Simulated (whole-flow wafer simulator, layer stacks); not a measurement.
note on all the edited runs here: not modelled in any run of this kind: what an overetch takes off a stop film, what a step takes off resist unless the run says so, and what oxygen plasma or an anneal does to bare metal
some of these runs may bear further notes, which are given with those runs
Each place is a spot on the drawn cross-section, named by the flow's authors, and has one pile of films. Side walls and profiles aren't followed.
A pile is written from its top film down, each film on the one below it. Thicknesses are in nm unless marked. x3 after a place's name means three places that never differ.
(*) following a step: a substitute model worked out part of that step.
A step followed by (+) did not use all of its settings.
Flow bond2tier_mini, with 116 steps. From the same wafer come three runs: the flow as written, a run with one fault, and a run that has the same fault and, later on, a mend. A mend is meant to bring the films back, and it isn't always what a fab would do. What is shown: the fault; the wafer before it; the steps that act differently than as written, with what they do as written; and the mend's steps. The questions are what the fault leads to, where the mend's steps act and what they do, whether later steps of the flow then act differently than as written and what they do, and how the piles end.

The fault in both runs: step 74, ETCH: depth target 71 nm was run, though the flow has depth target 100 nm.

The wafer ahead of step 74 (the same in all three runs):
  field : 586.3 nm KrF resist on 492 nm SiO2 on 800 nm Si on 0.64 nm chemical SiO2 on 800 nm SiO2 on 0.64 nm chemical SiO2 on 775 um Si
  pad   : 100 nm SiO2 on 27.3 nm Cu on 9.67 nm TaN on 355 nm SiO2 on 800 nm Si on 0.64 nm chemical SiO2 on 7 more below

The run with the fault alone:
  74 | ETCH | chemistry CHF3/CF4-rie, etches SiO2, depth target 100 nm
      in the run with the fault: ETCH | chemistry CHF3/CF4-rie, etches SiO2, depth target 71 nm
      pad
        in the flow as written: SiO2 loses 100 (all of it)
        in the run with the fault: SiO2 loses 71
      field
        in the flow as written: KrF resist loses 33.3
        in the run with the fault: KrF resist loses 23.7
  Steps later in the flow that act otherwise than as written (2 more steps, not shown, differ only slightly: by at most 2% or 0.5 nm, whichever is larger):
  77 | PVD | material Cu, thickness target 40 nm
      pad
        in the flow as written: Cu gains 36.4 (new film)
        in the run with the fault: Cu gains 37.4 (new film)
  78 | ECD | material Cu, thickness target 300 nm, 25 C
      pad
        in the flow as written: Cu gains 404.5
        in the run with the fault: Cu gains 374.2
  The piles end different from the flow's at pad by more than 2% or 0.5 nm, whichever is larger.
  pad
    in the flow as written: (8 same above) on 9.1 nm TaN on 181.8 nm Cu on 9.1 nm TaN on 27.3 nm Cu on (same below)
    in the run with the fault: (8 same above) on 9.1 nm TaN on 152.5 nm Cu on 9.36 nm TaN on 29 nm SiO2 on 27.3 nm Cu on (same below)

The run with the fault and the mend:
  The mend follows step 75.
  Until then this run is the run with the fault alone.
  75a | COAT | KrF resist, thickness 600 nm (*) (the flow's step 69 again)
      field
        KrF resist gains 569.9 (new film)
      pad
        KrF resist gains 631.4 (new film)
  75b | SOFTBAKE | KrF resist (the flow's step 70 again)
      alters no film at any place that is followed
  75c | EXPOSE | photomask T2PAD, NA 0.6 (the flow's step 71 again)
      alters no film at any place that is followed
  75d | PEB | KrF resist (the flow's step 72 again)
      alters no film at any place that is followed
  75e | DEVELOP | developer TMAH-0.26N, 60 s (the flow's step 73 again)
      field
        KrF resist loses 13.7
      pad
        KrF resist loses 631.4 (all of it)
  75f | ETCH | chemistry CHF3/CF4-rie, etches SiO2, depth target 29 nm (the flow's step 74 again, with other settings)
      field
        KrF resist loses 9.67
      pad
        SiO2 loses 29 (all of it)
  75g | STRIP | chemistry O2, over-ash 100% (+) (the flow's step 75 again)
      field
        KrF resist loses 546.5 (all of it)
  Later steps of the flow that are run all act as written at every place that is followed.
  At every place that both follow, the piles at the end match the flow's.
